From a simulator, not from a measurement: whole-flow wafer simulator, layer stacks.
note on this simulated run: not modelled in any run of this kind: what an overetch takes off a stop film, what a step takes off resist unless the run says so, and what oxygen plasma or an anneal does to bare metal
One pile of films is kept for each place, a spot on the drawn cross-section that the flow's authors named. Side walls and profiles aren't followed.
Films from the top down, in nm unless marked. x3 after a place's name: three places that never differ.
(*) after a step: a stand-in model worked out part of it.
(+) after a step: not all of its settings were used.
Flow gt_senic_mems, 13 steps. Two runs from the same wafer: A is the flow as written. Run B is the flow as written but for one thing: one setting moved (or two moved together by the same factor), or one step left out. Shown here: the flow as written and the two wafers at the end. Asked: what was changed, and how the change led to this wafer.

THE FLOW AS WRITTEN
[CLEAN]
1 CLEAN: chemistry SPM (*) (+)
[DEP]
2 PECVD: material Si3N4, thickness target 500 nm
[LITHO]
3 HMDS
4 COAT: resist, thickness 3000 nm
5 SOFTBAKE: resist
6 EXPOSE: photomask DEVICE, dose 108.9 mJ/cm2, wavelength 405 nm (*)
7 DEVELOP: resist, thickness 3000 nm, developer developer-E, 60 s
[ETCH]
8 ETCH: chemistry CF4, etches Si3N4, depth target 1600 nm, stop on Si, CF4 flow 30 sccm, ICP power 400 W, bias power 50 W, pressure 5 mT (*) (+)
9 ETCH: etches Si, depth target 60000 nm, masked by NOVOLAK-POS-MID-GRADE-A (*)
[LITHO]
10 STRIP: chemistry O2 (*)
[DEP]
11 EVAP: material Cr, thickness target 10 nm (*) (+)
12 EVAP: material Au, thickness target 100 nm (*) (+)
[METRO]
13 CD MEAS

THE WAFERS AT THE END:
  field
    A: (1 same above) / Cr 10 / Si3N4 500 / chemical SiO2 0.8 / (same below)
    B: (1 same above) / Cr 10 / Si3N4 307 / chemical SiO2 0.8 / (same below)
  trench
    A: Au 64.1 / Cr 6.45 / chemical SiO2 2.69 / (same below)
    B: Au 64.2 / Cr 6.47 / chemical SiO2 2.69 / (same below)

The cause: step 2, PECVD: thickness target 307 nm was run, where the flow has thickness target 500 nm.
It can be read off the wafer: field has Si3N4 307, and step 2 as written asks for 500 nm.

How the change led to this, step by step:
  2 PECVD: material Si3N4, thickness target 500 nm
      field, trench: A Si3N4 +500 (new film) | B Si3N4 +307 (new film)
  8 ETCH: chemistry CF4, etches Si3N4, depth target 1600 nm, stop on Si, CF4 flow 30 sccm, ICP power 400 W, bias power 50 W, pressure 5 mT (*) (+)
      field: A resist -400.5 | B resist -271.9
      trench: A Si3N4 -500 (all of it), chemical SiO2 -0.8 (all of it) | B Si3N4 -307 (all of it), chemical SiO2 -0.8 (all of it)
  10 STRIP: chemistry O2 (*)
      field: A resist -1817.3 (all of it) | B resist -1946 (all of it)
